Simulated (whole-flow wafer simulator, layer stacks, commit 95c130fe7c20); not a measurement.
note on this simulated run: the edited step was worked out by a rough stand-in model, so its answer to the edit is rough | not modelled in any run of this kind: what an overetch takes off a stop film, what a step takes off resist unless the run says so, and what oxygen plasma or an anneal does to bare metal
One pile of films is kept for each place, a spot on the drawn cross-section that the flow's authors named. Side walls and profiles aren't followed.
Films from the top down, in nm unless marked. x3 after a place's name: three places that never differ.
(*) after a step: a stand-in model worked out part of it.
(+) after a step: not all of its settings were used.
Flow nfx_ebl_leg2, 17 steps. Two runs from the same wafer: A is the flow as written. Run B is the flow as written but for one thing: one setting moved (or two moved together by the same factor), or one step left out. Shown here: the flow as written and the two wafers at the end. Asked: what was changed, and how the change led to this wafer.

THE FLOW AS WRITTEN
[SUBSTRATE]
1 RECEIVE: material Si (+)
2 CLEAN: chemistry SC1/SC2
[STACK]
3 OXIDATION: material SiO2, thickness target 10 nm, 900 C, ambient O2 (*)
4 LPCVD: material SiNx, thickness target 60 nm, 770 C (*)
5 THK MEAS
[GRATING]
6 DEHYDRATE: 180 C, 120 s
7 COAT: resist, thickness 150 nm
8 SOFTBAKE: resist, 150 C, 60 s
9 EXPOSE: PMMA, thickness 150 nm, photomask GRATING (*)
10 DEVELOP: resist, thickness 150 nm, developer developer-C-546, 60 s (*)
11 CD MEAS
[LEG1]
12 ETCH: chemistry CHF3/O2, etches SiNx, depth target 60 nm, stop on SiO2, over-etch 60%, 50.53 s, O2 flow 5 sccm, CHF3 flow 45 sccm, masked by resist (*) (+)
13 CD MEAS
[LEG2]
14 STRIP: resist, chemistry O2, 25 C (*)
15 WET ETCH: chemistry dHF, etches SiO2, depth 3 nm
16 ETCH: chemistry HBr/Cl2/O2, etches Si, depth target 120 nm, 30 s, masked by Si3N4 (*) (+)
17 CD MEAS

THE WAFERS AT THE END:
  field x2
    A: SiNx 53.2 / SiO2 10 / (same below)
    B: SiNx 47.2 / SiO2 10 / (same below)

The cause: step 4, LPCVD: thickness target 54 nm was run, where the flow has thickness target 60 nm.

How the change led to this, step by step:
  4 LPCVD: material SiNx, thickness target 60 nm, 770 C (*)
      field x2, pad x2: A SiNx +60 (new film) | B SiNx +54 (new film)
  12 ETCH: chemistry CHF3/O2, etches SiNx, depth target 60 nm, stop on SiO2, over-etch 60%, 50.53 s, O2 flow 5 sccm, CHF3 flow 45 sccm, masked by resist (*) (+)
      pad x2: A SiNx -60 (all of it), SiO2 -10 (all of it) | B SiNx -54 (all of it), SiO2 -10 (all of it)
